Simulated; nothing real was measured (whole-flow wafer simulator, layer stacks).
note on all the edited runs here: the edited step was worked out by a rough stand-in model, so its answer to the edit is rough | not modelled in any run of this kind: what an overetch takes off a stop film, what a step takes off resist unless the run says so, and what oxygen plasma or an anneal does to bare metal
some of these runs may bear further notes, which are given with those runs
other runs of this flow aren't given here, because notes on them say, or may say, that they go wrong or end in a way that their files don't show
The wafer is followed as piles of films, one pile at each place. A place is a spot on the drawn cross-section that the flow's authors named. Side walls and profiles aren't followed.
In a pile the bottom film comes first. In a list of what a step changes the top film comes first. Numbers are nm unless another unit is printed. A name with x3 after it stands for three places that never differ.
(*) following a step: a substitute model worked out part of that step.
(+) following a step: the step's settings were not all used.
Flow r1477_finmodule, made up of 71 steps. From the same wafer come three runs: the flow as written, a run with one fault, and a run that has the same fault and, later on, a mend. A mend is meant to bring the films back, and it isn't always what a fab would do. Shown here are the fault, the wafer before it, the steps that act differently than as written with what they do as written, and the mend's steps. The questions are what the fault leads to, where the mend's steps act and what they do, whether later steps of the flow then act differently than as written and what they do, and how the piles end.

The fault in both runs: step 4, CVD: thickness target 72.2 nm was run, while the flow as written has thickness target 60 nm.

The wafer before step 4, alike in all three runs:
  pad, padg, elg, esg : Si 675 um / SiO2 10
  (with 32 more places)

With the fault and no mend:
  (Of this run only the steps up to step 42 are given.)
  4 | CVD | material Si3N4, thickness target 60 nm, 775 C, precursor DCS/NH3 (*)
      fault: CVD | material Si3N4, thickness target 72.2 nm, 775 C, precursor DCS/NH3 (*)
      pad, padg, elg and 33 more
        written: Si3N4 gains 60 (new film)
        fault: Si3N4 gains 72.2 (new film)
  Steps further on in the flow that do not act as written:
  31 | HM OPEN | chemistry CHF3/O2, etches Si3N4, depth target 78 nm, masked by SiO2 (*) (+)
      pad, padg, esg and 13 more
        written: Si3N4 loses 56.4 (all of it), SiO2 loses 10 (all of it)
        fault: Si3N4 loses 68.6 (all of it), SiO2 loses 4.71
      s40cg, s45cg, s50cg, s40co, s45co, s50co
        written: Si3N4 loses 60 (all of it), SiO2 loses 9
        fault: Si3N4 loses 72.2 (all of it), SiO2 loses 2.9
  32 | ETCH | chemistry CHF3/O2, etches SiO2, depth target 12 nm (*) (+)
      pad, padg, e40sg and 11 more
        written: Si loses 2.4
        fault: SiO2 loses 5.29 (all of it), Si loses 1.34
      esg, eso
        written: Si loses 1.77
        fault: SiO2 loses 5.29 (all of it), Si loses 1.34
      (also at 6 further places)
  Once step 42 is done, the piles at elg, e40lg, e100lg and 11 more depart from the flow's by more than 2% or 0.5 nm, whichever is larger.
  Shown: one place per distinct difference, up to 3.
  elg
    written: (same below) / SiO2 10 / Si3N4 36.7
    fault: (same below) / SiO2 10 / Si3N4 48.9
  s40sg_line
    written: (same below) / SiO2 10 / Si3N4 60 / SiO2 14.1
    fault: (same below) / SiO2 10 / Si3N4 72.2 / SiO2 14.1

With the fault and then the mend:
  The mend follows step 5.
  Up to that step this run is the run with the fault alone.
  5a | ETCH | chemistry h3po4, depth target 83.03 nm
      pad, padg, elg and 33 more
        Si3N4 loses 72.2 (all of it)
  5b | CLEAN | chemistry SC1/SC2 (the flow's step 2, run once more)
      alters no film at any place that is followed
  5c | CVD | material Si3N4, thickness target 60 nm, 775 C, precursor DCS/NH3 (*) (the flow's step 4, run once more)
      pad, padg, elg and 33 more
        Si3N4 gains 60 (new film)
  Later steps of the flow that are run all act as written at every place that is followed.
  The piles end the same as the flow's at every place that both follow.
